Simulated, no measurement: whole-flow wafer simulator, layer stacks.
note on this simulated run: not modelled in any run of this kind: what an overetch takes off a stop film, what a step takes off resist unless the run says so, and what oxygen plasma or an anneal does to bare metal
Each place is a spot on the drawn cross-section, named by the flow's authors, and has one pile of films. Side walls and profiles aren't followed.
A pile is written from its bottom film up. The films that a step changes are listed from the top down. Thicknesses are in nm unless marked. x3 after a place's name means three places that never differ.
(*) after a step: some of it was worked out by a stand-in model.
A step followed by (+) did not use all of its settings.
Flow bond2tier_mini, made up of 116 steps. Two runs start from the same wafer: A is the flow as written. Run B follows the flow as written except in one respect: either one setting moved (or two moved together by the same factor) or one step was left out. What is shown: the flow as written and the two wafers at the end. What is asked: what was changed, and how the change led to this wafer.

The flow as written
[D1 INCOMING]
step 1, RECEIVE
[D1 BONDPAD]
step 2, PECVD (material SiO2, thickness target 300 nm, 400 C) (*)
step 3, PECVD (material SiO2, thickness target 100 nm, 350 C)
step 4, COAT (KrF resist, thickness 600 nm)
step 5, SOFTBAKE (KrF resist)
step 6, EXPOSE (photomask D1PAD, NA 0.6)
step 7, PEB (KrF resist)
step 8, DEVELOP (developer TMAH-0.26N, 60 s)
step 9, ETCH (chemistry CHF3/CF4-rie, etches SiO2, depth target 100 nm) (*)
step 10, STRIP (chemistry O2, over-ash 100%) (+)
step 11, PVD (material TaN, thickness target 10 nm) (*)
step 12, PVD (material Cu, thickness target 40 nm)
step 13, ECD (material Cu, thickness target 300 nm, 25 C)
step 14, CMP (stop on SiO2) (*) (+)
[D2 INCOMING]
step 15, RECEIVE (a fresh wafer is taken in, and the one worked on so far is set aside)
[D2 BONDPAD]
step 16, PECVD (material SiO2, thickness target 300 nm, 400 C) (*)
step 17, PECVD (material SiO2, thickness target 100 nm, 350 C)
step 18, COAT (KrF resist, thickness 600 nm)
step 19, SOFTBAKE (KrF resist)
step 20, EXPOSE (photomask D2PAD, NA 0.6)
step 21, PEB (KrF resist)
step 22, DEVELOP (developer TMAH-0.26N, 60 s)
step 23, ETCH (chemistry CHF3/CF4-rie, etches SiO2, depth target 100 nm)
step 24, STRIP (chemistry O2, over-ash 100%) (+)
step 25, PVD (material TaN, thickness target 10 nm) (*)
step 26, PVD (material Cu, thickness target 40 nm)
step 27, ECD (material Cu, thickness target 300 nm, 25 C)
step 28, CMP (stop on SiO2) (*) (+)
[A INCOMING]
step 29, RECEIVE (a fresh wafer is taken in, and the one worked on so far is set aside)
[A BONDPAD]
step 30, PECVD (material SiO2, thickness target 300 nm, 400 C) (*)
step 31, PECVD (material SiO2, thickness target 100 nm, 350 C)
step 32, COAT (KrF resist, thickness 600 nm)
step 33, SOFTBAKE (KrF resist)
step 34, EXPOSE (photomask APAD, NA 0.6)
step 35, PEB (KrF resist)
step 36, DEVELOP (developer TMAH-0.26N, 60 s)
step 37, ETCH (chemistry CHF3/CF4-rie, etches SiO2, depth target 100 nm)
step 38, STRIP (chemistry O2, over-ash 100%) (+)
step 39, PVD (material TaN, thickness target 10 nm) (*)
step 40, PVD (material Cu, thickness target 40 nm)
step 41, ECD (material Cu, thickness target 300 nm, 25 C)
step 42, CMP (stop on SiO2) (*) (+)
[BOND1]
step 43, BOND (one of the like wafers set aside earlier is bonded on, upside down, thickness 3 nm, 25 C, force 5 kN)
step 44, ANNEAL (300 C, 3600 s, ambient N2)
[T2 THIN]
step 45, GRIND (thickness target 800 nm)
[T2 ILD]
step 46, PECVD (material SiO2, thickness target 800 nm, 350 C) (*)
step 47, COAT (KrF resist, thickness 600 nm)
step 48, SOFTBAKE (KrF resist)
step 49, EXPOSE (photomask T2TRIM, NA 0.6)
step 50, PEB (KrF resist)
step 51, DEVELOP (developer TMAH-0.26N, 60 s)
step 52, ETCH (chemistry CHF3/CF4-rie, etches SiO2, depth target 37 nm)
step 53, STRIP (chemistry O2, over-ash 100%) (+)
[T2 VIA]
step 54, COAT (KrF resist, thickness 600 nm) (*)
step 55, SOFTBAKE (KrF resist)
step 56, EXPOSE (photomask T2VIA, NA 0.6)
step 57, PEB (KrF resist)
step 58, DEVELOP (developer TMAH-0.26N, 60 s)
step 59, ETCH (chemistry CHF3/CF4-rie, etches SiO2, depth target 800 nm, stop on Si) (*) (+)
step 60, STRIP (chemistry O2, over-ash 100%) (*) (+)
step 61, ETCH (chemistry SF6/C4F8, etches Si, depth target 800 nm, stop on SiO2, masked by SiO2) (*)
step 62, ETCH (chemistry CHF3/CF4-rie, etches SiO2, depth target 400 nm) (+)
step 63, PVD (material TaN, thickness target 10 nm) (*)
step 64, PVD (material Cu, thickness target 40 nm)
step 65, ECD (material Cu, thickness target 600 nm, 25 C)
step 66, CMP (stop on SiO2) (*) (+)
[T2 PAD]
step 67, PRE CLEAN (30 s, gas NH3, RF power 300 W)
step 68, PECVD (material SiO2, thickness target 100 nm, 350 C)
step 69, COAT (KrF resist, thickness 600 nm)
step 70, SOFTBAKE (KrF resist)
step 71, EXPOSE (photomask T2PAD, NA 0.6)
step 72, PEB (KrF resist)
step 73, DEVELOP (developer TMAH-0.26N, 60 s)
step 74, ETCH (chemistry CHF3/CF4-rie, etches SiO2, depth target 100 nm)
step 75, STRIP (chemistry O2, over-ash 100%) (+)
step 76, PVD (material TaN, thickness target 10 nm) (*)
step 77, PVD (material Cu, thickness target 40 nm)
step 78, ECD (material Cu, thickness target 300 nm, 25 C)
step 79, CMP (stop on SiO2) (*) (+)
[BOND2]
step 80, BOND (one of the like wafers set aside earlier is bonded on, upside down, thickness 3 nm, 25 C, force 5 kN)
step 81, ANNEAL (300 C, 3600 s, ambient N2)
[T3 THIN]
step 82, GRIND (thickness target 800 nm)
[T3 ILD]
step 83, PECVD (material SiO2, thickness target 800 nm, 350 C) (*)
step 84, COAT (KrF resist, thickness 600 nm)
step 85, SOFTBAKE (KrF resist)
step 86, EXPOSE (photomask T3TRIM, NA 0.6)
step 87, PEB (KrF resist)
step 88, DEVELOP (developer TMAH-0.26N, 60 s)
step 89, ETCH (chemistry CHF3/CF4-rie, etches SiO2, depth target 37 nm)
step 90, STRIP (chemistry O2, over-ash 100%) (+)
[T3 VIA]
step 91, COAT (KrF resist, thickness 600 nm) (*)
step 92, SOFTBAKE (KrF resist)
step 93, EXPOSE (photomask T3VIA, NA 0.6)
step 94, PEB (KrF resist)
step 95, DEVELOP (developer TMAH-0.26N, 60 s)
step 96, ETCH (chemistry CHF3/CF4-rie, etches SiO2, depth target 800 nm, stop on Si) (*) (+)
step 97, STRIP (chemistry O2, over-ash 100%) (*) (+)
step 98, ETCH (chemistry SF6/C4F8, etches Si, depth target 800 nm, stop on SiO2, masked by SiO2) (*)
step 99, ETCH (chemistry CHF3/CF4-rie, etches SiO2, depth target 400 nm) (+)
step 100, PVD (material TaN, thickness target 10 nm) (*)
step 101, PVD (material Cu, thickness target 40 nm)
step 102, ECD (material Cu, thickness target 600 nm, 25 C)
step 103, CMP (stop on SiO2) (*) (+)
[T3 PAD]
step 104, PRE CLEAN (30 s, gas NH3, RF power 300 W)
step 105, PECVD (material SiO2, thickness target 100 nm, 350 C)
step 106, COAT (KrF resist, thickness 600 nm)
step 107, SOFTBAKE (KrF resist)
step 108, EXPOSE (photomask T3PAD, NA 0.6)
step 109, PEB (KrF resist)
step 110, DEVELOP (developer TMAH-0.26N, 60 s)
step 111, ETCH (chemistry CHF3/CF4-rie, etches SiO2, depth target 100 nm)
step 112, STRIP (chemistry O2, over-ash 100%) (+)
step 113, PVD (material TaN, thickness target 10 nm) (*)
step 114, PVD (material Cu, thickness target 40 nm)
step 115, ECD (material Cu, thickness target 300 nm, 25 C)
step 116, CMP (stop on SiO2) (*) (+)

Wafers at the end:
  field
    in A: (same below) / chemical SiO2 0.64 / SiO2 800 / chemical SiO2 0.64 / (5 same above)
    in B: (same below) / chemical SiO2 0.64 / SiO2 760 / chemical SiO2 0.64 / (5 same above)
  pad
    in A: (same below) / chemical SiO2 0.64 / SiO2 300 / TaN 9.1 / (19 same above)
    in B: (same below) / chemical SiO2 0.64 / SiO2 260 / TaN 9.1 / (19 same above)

Cause: step 31, PECVD: thickness target 60 nm was run, whereas the flow has thickness target 100 nm.

Step by step, how the change led to this:
  step 31, PECVD (material SiO2, thickness target 100 nm, 350 C)
      field, pad, via: A +100 SiO2 | B +60 SiO2
